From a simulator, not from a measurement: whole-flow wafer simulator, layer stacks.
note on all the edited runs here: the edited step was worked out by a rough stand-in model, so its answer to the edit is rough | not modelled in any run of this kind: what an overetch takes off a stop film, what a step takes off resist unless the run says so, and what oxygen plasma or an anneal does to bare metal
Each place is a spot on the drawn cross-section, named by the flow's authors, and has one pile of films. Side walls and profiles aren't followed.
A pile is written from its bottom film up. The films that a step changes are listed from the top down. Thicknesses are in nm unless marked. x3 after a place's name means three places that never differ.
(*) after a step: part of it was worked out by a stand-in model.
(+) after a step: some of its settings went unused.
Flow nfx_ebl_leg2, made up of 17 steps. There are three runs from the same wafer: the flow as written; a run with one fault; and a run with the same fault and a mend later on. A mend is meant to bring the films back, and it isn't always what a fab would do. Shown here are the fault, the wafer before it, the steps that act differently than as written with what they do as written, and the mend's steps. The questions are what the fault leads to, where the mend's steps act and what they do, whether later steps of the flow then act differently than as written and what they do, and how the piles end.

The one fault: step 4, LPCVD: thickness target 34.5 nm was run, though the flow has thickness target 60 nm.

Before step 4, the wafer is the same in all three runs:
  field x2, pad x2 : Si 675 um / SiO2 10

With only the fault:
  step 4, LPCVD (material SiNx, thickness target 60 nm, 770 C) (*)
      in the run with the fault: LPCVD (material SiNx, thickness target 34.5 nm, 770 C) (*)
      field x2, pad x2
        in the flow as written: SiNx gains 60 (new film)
        in the run with the fault: SiNx gains 34.5 (new film)
  Later steps of the flow acting differently than as written:
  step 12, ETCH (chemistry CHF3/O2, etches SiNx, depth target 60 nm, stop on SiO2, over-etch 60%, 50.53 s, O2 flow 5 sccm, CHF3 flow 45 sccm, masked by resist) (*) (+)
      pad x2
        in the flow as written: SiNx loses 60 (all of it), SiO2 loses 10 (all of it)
        in the run with the fault: SiNx loses 34.5 (all of it), SiO2 loses 10 (all of it)
  By the end, the piles at field x2 depart from the flow's by more than 2% or 0.5 nm, whichever is larger.
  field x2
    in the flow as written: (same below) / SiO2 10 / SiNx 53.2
    in the run with the fault: (same below) / SiO2 10 / SiNx 27.7

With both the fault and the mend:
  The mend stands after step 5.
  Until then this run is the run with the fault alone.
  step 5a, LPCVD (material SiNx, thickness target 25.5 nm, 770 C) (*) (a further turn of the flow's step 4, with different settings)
      field x2, pad x2
        SiNx gains 25.5
  Later steps of the flow that are run all act as written at every place that is followed.
  The piles end the same as the flow's at every place that both follow.
